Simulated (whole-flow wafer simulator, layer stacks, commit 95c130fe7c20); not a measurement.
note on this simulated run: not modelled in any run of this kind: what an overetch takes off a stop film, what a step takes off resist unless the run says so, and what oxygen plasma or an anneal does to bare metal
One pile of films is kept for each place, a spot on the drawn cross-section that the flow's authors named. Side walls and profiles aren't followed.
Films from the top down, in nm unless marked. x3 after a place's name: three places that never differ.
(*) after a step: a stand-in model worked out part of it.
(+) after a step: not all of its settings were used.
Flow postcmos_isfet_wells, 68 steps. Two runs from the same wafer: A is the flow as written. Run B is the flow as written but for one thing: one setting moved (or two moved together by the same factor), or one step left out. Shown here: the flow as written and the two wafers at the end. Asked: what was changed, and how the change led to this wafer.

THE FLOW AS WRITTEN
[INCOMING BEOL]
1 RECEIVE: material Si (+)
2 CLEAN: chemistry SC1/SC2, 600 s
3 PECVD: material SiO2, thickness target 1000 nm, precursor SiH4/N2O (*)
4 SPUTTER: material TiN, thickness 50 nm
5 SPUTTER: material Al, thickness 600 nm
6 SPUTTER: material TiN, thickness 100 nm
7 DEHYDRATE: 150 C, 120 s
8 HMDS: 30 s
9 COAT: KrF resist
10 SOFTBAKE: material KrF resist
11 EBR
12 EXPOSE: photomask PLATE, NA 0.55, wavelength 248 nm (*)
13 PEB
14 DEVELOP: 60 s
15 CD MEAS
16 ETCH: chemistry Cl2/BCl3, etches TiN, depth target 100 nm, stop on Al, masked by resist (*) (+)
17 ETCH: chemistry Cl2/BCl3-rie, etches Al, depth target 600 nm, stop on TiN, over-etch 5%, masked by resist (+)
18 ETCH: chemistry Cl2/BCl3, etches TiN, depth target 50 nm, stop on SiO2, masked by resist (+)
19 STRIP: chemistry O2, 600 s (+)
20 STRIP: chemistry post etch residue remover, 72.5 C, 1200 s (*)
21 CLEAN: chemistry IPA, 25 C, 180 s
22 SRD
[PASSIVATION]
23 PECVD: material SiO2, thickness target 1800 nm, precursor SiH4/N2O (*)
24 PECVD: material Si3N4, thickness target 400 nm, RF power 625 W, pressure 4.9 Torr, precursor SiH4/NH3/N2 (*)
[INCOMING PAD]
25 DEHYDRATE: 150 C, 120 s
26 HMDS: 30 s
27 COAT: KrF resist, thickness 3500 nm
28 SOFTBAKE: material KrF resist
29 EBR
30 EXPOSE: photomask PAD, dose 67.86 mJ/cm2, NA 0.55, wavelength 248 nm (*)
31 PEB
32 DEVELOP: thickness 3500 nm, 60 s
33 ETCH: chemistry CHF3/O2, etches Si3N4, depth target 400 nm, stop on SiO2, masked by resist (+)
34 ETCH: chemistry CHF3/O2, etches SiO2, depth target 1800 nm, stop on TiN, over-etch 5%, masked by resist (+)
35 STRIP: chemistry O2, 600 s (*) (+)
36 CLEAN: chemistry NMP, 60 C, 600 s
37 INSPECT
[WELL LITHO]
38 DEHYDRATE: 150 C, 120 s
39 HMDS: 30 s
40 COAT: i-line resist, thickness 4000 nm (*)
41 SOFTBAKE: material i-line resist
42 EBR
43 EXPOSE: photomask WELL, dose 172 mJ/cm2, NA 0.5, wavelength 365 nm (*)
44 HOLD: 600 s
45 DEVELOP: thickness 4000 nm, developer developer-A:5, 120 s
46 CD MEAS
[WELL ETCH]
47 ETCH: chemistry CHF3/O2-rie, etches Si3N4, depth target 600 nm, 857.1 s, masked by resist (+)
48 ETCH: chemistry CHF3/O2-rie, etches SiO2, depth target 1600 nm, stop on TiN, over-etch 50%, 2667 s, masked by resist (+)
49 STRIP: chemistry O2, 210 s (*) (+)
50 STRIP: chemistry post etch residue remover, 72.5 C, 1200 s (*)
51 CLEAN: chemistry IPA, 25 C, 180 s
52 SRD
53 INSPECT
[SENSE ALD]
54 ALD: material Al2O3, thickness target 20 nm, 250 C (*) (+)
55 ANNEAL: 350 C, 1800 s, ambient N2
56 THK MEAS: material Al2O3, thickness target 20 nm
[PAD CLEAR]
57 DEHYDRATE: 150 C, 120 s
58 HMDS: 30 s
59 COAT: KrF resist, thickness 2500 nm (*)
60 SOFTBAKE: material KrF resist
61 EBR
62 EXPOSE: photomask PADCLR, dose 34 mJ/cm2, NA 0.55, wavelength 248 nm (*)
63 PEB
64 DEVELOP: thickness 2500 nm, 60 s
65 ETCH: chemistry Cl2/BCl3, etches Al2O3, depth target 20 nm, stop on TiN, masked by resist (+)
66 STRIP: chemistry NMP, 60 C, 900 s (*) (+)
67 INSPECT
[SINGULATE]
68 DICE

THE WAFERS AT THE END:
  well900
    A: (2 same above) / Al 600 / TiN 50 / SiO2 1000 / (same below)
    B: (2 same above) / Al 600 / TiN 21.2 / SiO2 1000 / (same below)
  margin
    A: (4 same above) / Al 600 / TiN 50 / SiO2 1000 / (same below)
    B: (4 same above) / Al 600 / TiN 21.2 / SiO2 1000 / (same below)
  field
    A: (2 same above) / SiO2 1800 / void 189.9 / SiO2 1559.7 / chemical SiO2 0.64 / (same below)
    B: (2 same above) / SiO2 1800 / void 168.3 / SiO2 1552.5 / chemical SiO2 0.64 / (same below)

The cause: step 4, SPUTTER: thickness 21.2 nm was run, where the flow has thickness 50 nm.
It can be read off the wafer: well900 has TiN 21.2, and step 4 as written asks for 50 nm.

How the change led to this, step by step:
  4 SPUTTER: material TiN, thickness 50 nm
      field, margin, well900, well1300 x3, pad_rim, pad_clr, pad_open: A TiN +50 (new film) | B TiN +21.2 (new film)
  18 ETCH: chemistry Cl2/BCl3, etches TiN, depth target 50 nm, stop on SiO2, masked by resist (+)
      margin, well900, well1300 x3, pad_rim, pad_clr, pad_open: A KrF resist -20 | B KrF resist -12.7
      field: A TiN -50 (all of it) | B TiN -21.2 (all of it)
  23 PECVD: material SiO2, thickness target 1800 nm, precursor SiH4/N2O (*)
      field: A SiO2 +1800 (new film), void +189.9 (new film), SiO2 +559.7 | B SiO2 +1800 (new film), void +168.3 (new film), SiO2 +552.5
